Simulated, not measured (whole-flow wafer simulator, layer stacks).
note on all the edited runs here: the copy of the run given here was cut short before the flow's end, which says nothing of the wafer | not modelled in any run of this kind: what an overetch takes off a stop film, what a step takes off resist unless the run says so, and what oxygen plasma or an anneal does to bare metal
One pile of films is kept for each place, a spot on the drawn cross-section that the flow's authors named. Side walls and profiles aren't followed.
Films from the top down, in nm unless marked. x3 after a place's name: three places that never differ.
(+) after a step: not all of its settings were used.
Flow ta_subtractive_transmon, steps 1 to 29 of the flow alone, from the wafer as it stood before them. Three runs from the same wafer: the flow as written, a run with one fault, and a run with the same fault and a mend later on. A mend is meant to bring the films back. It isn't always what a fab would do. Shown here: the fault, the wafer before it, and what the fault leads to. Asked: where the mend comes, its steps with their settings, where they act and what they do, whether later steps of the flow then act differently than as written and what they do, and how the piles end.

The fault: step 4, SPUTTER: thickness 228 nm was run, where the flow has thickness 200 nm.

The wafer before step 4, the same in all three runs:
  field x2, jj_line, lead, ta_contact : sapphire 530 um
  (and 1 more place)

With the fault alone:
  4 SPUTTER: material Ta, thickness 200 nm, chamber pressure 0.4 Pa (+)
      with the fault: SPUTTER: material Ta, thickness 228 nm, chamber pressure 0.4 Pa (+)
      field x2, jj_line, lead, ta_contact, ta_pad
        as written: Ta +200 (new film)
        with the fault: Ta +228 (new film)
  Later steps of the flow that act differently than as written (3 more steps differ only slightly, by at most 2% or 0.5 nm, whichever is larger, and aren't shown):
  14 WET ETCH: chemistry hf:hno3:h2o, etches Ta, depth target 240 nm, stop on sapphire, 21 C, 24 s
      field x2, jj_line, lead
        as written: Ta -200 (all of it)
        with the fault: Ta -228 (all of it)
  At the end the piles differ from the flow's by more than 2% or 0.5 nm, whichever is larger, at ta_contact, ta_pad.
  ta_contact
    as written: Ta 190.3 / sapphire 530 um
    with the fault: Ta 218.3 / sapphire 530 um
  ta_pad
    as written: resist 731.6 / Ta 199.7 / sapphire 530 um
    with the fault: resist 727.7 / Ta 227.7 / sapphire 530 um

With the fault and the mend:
  The mend comes after step 5.
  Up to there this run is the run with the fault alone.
  5a WET ETCH: chemistry hf:hno3:h2o, etches Ta, depth target 262.3 nm, stop on sapphire, 21 C, 26.23 s
      field x2, jj_line, lead, ta_contact, ta_pad
        Ta -228 (all of it)
  5b SPUTTER: material Ta, thickness 200 nm, chamber pressure 0.4 Pa (+) (the flow's step 4 once more)
      field x2, jj_line, lead, ta_contact, ta_pad
        Ta +200 (new film)
  No later step of the flow acts differently than as written at any place that is followed.
  At the end the piles are the same as the flow's at every place that both follow.
